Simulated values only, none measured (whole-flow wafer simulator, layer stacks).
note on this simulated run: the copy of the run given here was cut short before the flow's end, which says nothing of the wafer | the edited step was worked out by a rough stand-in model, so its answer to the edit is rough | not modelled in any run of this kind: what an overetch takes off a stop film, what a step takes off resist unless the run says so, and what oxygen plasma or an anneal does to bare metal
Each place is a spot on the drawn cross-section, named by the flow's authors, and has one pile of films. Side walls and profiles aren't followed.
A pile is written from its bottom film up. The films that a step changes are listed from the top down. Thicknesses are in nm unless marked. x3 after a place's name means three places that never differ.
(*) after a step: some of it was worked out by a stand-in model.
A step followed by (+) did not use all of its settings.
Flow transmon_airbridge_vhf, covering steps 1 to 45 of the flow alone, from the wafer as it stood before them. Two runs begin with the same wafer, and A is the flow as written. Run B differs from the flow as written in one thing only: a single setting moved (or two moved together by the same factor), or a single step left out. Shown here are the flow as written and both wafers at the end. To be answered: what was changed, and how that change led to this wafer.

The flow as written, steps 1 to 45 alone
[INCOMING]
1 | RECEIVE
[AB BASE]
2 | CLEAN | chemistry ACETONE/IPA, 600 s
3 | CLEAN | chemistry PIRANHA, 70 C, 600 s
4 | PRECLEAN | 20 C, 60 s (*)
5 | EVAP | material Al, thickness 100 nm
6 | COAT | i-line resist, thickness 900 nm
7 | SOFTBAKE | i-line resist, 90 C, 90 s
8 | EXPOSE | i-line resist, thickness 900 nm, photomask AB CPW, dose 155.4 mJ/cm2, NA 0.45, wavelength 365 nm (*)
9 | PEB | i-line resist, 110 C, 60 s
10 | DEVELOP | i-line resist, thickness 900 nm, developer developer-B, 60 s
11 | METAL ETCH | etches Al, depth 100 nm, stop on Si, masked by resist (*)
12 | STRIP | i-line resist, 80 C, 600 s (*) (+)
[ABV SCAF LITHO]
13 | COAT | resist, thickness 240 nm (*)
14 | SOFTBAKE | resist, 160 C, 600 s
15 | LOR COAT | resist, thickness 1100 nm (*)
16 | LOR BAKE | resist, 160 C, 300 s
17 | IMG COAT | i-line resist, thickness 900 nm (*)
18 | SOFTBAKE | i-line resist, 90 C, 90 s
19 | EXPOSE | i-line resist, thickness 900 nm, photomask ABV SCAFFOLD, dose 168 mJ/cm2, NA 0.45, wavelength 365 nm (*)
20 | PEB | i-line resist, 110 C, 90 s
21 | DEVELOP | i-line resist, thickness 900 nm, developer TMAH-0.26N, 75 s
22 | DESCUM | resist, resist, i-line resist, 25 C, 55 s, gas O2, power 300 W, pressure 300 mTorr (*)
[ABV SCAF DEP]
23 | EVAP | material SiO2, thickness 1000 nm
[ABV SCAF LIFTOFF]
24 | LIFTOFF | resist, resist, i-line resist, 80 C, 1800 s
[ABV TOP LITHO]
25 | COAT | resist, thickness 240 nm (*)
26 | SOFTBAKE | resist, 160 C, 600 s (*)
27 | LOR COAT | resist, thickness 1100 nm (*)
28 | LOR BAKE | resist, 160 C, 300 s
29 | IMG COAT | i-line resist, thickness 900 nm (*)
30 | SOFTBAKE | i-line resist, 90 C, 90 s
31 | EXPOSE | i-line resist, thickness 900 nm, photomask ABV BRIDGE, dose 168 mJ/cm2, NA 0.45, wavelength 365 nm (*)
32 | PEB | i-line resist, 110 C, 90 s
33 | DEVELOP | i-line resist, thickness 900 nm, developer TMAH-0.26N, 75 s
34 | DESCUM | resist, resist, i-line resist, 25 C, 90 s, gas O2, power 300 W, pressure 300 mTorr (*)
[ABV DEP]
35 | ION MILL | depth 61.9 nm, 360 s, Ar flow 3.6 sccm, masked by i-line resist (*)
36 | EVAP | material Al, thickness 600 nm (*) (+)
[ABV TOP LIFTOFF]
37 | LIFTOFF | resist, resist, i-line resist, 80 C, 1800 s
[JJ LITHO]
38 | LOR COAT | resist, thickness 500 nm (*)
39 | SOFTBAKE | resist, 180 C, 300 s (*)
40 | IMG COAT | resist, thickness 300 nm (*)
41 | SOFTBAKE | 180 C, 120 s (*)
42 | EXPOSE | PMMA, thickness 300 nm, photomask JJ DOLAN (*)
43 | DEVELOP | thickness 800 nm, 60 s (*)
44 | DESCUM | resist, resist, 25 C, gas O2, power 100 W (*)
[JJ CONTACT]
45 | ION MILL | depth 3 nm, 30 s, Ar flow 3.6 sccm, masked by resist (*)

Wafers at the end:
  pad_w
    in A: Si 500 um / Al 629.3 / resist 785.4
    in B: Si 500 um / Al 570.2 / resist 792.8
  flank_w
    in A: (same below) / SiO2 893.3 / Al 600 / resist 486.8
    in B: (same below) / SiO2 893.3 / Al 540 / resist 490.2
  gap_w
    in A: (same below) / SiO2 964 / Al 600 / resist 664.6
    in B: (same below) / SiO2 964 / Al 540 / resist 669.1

The reason: step 36, EVAP: thickness 540 nm was run, though the flow has thickness 600 nm.
One can read it off the wafer: flank_w has Al 540, and step 36 as written asks for 600 nm.

Step by step, how the change led to this:
  36 | EVAP | material Al, thickness 600 nm (*) (+)
      field x3, jj_line, ground_far and 10 more: A +600 Al (new film) | B +540 Al (new film)
      pad_w, pad_e: A +591.2 Al | B +532.1 Al
  37 | LIFTOFF | resist, resist, i-line resist, 80 C, 1800 s
      field x3, jj_line, trace_open_s x2: A -600 Al (all of it), -600 i-line resist (all of it), -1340 resist (all of it) | B -540 Al (all of it), -600 i-line resist (all of it), -1340 resist (all of it)
      margin_s, margin_n: A -600 Al (all of it), -318.3 i-line resist (all of it), -992 resist (all of it) | B -540 Al (all of it), -318.3 i-line resist (all of it), -992 resist (all of it)
      (also at 1 further place)
